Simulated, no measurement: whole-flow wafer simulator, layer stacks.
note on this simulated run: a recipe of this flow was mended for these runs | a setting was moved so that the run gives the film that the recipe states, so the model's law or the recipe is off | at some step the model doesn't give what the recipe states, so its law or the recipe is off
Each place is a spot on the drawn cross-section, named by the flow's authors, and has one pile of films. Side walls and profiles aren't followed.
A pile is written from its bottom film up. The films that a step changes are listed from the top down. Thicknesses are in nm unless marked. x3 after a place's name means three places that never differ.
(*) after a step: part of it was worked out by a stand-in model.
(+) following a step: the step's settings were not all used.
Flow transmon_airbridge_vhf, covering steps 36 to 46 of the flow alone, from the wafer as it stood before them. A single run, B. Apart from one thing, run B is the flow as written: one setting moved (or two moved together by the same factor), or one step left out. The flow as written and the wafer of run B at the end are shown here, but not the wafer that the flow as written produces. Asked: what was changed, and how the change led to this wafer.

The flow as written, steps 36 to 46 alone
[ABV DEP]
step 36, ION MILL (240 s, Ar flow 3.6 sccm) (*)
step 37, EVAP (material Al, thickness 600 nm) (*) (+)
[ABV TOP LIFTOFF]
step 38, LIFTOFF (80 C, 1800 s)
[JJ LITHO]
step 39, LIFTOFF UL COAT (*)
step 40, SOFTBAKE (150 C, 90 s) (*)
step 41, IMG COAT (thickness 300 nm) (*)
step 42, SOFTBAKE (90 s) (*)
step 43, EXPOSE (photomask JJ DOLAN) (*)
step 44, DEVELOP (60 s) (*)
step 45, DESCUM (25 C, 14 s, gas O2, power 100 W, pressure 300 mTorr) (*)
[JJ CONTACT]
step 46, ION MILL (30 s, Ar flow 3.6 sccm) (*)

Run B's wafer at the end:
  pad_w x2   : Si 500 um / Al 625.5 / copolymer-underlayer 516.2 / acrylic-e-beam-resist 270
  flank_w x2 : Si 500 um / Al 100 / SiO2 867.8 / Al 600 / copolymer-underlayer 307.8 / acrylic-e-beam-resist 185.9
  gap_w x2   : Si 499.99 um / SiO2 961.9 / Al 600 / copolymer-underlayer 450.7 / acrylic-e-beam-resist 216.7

Cause: step 36, ION MILL: 381 s was run, though the flow has 240 s.

The path from the change to this, step by step:
  step 36, ION MILL (240 s, Ar flow 3.6 sccm) (*)
      field x3, jj_line, ground_far, trace_open_s x2, margin_s, margin_n: i-line-resist loses 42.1 (in the flow as written it would be: i-line-resist loses 26.5)
      flank_w x2, gap_w x2, cpw_trace, bridge_strip: SiO2 loses 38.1 (in the flow as written it would be: SiO2 loses 24)
      (and at 2 other places as well)
  step 38, LIFTOFF (80 C, 1800 s)
      field x3, jj_line, trace_open_s x2: Al loses 600 (all of it), i-line-resist loses 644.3 (all of it), lift-off-underlayer loses 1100 (all of it), acrylic-e-beam-resist loses 240 (all of it) (in the flow as written it would be: Al loses 600 (all of it), i-line-resist loses 659.8 (all of it), lift-off-underlayer loses 1100 (all of it), acrylic-e-beam-resist loses 240 (all of it))
      margin_s, margin_n: Al loses 600 (all of it), i-line-resist loses 362.7 (all of it), lift-off-underlayer loses 823.4 (all of it), acrylic-e-beam-resist loses 168.6 (all of it) (in the flow as written it would be: Al loses 600 (all of it), i-line-resist loses 378.2 (all of it), lift-off-underlayer loses 823.4 (all of it), acrylic-e-beam-resist loses 168.6 (all of it))
      (and at 1 other place as well)
